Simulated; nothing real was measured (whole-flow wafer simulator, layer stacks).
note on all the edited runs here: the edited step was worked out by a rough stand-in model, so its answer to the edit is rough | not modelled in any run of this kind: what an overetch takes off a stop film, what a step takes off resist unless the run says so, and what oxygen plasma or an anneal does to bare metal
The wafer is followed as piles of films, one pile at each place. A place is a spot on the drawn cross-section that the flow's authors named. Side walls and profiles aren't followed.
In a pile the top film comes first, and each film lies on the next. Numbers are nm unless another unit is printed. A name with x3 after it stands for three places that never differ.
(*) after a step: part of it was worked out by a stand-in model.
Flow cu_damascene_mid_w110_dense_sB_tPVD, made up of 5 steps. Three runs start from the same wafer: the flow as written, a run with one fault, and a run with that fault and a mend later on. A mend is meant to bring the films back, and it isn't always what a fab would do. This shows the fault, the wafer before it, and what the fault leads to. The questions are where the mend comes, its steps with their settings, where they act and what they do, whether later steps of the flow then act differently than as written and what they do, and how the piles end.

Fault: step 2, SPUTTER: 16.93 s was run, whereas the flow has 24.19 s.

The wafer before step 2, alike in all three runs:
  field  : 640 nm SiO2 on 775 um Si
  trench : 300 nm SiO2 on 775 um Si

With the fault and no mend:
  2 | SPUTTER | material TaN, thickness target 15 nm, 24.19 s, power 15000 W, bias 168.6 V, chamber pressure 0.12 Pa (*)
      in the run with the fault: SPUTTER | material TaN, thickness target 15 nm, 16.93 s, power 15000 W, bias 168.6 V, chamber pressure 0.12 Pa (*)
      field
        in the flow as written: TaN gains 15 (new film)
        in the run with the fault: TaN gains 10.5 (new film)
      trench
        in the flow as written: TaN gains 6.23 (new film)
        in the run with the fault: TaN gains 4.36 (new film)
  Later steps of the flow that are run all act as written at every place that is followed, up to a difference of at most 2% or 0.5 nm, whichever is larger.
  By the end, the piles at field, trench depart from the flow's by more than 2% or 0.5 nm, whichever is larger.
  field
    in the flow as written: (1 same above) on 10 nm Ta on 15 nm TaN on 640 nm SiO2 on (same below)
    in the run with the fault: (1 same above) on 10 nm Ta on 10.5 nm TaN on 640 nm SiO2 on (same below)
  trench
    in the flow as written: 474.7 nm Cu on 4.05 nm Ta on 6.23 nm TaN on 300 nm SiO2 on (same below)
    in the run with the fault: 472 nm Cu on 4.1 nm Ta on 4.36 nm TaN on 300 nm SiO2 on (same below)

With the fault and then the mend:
  The mend follows step 2.
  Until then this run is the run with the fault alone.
  2a | SPUTTER | material TaN, thickness target 15 nm, 7.26 s, power 15000 W, bias 168.6 V, chamber pressure 0.12 Pa (*) (a further turn of the flow's step 2, with different settings)
      field
        TaN gains 4.5
      trench
        TaN gains 1.8
  Later steps of the flow that are run all act as written at every place that is followed, up to a difference of at most 2% or 0.5 nm, whichever is larger.
  The piles end only slightly different from the flow's at the places that both follow, by no more than 2% or 0.5 nm, whichever is larger.
